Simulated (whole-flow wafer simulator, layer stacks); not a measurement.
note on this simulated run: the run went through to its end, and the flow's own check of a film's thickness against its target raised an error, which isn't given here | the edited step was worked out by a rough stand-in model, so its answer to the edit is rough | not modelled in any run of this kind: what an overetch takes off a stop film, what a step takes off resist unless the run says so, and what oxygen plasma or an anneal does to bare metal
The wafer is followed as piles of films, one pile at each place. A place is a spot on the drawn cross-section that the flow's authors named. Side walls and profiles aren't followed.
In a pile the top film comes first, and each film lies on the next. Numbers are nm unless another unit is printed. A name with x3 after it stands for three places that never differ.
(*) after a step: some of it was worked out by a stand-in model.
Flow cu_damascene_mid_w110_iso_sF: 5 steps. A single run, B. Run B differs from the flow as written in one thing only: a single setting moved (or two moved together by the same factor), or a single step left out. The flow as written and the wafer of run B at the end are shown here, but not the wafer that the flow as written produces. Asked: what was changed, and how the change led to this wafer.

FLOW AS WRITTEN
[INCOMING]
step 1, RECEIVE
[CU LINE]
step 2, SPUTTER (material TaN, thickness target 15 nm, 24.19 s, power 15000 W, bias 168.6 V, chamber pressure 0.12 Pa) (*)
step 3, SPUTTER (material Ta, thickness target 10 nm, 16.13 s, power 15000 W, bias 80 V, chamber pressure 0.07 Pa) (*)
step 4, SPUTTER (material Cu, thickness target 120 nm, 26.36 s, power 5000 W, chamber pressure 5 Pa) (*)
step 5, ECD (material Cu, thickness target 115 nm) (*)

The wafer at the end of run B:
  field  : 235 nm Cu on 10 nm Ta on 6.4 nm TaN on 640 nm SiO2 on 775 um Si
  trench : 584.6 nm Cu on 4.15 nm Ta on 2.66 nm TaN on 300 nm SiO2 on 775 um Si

Cause: step 2, SPUTTER: thickness target 6.4 nm was run, whereas the flow has thickness target 15 nm; step 2, SPUTTER: 10.28 s was run, where the flow has 24.19 s.
One can read it off the wafer: field has TaN 6.4, and step 2 as written asks for 15 nm.

How this came from the change, step by step:
  step 2, SPUTTER (material TaN, thickness target 15 nm, 24.19 s, power 15000 W, bias 168.6 V, chamber pressure 0.12 Pa) (*)
      field: +6.4 TaN (new film) (as written it would have been: +15 TaN (new film))
      trench: +2.66 TaN (new film) (as written it would have been: +6.23 TaN (new film))
  step 4, SPUTTER (material Cu, thickness target 120 nm, 26.36 s, power 5000 W, chamber pressure 5 Pa) (*)
      trench: +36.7 Cu (new film) (as written it would have been: +35.7 Cu (new film))
